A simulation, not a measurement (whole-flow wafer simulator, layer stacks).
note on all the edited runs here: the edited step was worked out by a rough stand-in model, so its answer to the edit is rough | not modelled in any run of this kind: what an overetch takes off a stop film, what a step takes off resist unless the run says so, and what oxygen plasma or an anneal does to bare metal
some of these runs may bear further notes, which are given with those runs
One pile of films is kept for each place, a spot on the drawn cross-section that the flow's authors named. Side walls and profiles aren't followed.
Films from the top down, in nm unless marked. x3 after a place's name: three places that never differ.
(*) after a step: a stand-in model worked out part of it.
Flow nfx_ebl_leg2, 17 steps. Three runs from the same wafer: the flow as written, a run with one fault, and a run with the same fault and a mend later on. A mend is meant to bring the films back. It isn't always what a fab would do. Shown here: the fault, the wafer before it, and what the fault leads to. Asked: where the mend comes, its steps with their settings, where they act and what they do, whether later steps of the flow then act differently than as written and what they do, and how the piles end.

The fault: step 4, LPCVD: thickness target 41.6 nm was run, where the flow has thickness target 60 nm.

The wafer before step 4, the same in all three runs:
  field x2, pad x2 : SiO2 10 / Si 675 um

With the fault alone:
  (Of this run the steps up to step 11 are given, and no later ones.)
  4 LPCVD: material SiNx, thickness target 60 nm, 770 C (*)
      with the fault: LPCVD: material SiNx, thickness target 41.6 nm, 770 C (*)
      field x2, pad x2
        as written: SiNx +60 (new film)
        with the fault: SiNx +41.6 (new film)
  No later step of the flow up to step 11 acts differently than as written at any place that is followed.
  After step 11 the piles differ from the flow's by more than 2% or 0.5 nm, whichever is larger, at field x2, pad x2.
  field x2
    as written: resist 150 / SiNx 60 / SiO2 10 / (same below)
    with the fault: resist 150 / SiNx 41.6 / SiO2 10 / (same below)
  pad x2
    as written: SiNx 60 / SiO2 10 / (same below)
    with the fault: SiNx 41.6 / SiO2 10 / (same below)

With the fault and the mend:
  The mend comes after step 5.
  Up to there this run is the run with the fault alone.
  5a ETCH: chemistry h3po4, depth target 47.84 nm
      field x2, pad x2
        SiNx -41.6 (all of it)
  5b CLEAN: chemistry SC1/SC2 (the flow's step 2 once more)
      changes no film at any place that is followed
  5c LPCVD: material SiNx, thickness target 60 nm, 770 C (*) (the flow's step 4 once more)
      field x2, pad x2
        SiNx +60 (new film)
  No later step of the flow acts differently than as written at any place that is followed.
  At the end the piles are the same as the flow's at every place that both follow.
